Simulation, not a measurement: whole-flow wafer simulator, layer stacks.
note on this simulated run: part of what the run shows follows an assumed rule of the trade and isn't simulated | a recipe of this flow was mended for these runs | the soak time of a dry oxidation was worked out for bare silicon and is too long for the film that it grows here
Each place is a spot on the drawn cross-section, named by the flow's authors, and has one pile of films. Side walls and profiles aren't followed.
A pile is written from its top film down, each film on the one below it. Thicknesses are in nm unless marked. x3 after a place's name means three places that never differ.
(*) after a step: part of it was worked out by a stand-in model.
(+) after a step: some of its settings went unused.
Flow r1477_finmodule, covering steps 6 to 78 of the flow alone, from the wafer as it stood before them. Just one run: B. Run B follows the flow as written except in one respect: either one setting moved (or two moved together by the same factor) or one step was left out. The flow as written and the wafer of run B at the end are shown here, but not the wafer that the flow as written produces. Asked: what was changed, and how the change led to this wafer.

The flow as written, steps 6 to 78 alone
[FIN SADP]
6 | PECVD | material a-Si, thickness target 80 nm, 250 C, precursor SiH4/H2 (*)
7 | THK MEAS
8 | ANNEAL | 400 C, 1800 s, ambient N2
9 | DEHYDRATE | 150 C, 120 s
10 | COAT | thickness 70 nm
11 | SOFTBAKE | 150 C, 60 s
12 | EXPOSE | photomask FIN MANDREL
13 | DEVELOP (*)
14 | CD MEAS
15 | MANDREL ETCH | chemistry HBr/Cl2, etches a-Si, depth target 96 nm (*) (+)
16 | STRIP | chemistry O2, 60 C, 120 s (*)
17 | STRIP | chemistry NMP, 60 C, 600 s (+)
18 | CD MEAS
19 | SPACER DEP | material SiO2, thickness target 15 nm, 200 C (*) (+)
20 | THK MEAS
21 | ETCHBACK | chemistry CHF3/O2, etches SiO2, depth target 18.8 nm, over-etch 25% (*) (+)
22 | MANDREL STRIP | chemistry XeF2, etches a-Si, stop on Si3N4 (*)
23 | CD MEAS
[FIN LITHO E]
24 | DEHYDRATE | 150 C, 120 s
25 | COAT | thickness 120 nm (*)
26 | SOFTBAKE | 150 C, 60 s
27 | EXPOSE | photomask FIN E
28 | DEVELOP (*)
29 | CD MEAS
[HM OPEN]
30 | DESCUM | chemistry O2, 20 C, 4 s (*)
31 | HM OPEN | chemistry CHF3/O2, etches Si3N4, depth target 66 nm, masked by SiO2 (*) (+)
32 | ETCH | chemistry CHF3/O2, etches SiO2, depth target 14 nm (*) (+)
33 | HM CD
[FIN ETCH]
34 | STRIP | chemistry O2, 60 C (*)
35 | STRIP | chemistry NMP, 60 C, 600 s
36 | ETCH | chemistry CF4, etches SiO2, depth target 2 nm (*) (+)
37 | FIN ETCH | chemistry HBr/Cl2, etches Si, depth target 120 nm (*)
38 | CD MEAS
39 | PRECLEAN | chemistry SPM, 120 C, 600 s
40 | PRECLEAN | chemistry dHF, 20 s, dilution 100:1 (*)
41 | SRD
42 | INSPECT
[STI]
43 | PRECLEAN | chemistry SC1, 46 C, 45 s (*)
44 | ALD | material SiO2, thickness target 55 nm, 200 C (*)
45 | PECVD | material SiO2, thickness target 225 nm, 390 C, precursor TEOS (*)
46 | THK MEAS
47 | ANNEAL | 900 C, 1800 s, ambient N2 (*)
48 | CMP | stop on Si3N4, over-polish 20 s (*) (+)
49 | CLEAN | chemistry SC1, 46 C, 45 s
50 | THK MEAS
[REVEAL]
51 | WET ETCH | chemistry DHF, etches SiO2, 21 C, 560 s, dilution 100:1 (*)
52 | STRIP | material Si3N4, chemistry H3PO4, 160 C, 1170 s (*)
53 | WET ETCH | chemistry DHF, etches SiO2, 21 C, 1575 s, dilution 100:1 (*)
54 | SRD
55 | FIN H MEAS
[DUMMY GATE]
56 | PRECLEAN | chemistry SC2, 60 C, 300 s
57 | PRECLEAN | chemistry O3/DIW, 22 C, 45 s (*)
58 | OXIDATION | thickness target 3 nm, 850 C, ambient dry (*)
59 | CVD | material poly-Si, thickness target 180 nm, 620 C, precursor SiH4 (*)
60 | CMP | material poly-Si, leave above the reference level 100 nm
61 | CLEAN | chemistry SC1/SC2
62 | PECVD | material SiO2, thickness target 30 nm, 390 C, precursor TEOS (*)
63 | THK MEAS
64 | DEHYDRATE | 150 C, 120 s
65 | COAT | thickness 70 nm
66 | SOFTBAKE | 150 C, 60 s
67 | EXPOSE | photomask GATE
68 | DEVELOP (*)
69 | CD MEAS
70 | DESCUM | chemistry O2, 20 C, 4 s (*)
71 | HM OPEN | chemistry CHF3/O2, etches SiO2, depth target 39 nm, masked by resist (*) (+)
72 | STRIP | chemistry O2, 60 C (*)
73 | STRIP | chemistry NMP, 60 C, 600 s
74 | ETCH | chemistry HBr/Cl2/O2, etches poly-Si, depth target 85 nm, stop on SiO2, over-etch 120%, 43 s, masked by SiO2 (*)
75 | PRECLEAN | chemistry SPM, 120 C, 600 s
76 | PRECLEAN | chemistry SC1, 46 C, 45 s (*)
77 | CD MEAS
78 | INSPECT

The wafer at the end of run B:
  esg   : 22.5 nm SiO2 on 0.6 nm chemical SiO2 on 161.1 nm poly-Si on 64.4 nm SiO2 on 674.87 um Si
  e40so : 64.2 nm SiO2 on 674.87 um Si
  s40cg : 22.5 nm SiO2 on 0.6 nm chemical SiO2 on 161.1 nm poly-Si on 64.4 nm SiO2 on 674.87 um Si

The reason: step 15, MANDREL ETCH: chemistry HBr/Cl2, etches a-Si, depth target 96 nm (*) (+), was skipped.

The path from the change to this, step by step:
  16 | STRIP | chemistry O2, 60 C, 120 s (*)
      pad, padg, elg x4 and 24 more: +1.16 chemical SiO2 (new film), -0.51 a-Si (as written it would have been: nothing)
      s40cg, s45cg, s50cg, s40co, s45co, s50co: -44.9 e-beam-resist (as written it would have been: +0.89 chemical SiO2 (new film), -29 e-beam-resist (all of it), -0.39 a-Si)
  17 | STRIP | chemistry NMP, 60 C, 600 s (+)
      s40cg, s45cg, s50cg, s40co, s45co, s50co: -25.1 e-beam-resist (all of it) (as written it would have been: nothing)
  21 | ETCHBACK | chemistry CHF3/O2, etches SiO2, depth target 18.8 nm, over-etch 25% (*) (+)
      pad, padg, elg x4 and 18 more: -15 SiO2 (all of it), -1.16 chemical SiO2 (all of it), -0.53 a-Si (as written it would have been: -15 SiO2 (all of it), -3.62 Si3N4)
      s40cg, s45cg, s50cg, s40co, s45co, s50co: -15.4 SiO2 (all of it), -0.69 a-Si (as written it would have been: -15 SiO2 (all of it), -0.89 chemical SiO2 (all of it), -0.58 a-Si)
  22 | MANDREL STRIP | chemistry XeF2, etches a-Si, stop on Si3N4 (*)
      pad, padg, elg x4 and 18 more: -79 a-Si (all of it) (as written it would have been: nothing)
      s40sg_line, s45sg_line, s50sg_line, s40so_line, s45so_line, s50so_line: under 1 film: -1.16 chemical SiO2 (all of it), -79.5 a-Si (all of it) (as written it would have been: nothing)
  25 | COAT | thickness 120 nm (*)
      s40cg, s40co: +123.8 e-beam-resist (new film) (as written it would have been: +136.7 e-beam-resist (new film))
      s40sg, s40so: +123.8 e-beam-resist (new film) (as written it would have been: +142.6 e-beam-resist (new film))
      (also at 14 further places)
  28 | DEVELOP (*)
      s40cg, s40co: -123.8 e-beam-resist (all of it) (as written it would have been: -136.7 e-beam-resist (all of it))
      s40sg, s40so: -123.8 e-beam-resist (all of it) (as written it would have been: -142.6 e-beam-resist (all of it))
      (also at 14 further places)
  31 | HM OPEN | chemistry CHF3/O2, etches Si3N4, depth target 66 nm, masked by SiO2 (*) (+)
      s40sg_line, s45sg_line, s50sg_line, s40so_line, s45so_line, s50so_line: -15 SiO2 (all of it), -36 Si3N4 (as written it would have been: -33 SiO2)
      pad, padg, esg and 13 more: -60 Si3N4 (all of it), -3 SiO2 (as written it would have been: -54.1 Si3N4 (all of it), -5.95 SiO2)
  32 | ETCH | chemistry CHF3/O2, etches SiO2, depth target 14 nm (*) (+)
      s40sg_line, s45sg_line, s50sg_line, s40so_line, s45so_line, s50so_line: -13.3 Si3N4 (as written it would have been: -14 SiO2)
      pad, padg, esg and 13 more: -7 SiO2 (all of it), -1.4 Si (as written it would have been: -4.05 SiO2 (all of it), -1.99 Si)
  36 | ETCH | chemistry CF4, etches SiO2, depth target 2 nm (*) (+)
      elg x4, elo x4: nothing (as written it would have been: -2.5 Si3N4)
      s40sg_line, s45sg_line, s50sg_line, s40so_line, s45so_line, s50so_line: nothing (as written it would have been: -2 SiO2)
  37 | FIN ETCH | chemistry HBr/Cl2, etches Si, depth target 120 nm (*)
      s40sg_line, s45sg_line, s50sg_line, s40so_line, s45so_line, s50so_line: -10.7 Si3N4 (all of it), -3.47 SiO2 (as written it would have been: -9.23 SiO2)
  40 | PRECLEAN | chemistry dHF, 20 s, dilution 100:1 (*)
      s40sg_line, s45sg_line, s50sg_line, s40so_line, s45so_line, s50so_line: -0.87 SiO2 (as written it would have been: -3.61 SiO2)
  44 | ALD | material SiO2, thickness target 55 nm, 200 C (*)
      esg, e40sg, e100sg, e200sg, eso, e40so, e100so, e200so: +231 SiO2 (new film) (as written it would have been: +223.2 SiO2 (new film))
      s40cg, s45cg, s50cg, s40co, s45co, s50co: +184 SiO2 (new film) (as written it would have been: +263.2 SiO2 (new film))
      (also at 6 further places)
  48 | CMP | stop on Si3N4, over-polish 20 s (*) (+)
      elg x4, elo x4: -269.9 SiO2 (all of it), -1.12 Si3N4 (as written it would have been: -247.6 SiO2)
      s40sg_line, s45sg_line, s50sg_line, s40so_line, s45so_line, s50so_line: -223.9 SiO2 (as written it would have been: -287 SiO2 (all of it), -1.12 Si3N4)
      (also at 22 further places)
  51 | WET ETCH | chemistry DHF, etches SiO2, 21 C, 560 s, dilution 100:1 (*)
      elg x4, elo x4: -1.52 Si3N4 (as written it would have been: -22.3 SiO2 (all of it), -0.41 Si3N4)
      s40sg_line, s45sg_line, s50sg_line, s40so_line, s45so_line, s50so_line: -28.1 SiO2 (as written it would have been: -1.52 Si3N4)
  52 | STRIP | material Si3N4, chemistry H3PO4, 160 C, 1170 s (*)
      s40sg_line, s45sg_line, s50sg_line, s40so_line, s45so_line, s50so_line: -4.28 SiO2 (as written it would have been: -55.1 Si3N4 (all of it), -1.49 SiO2)
      elg x4, elo x4: -40 Si3N4 (all of it), -1.96 SiO2 (as written it would have been: -33.9 Si3N4 (all of it), -2.15 SiO2)
  53 | WET ETCH | chemistry DHF, etches SiO2, 21 C, 1575 s, dilution 100:1 (*)
      s40sg_line, s45sg_line, s50sg_line, s40so_line, s45so_line, s50so_line: -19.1 SiO2 (all of it) (as written it would have been: -8.51 SiO2 (all of it))
  ... 2 further steps ...
  74 | ETCH | chemistry HBr/Cl2/O2, etches poly-Si, depth target 85 nm, stop on SiO2, over-etch 120%, 43 s, masked by SiO2 (*)
      e40so, e100so, e200so and 6 more: -1.12 chemical SiO2 (all of it), -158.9 poly-Si (all of it), -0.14 SiO2 (as written it would have been: -1.12 chemical SiO2 (all of it), -143.9 poly-Si (all of it), -0.22 SiO2)
      pad: -1.12 chemical SiO2 (all of it), -167.8 poly-Si (all of it), -0.1 SiO2 (as written it would have been: -1.12 chemical SiO2 (all of it), -152.8 poly-Si (all of it), -0.17 SiO2)
      (also at 1 further place)
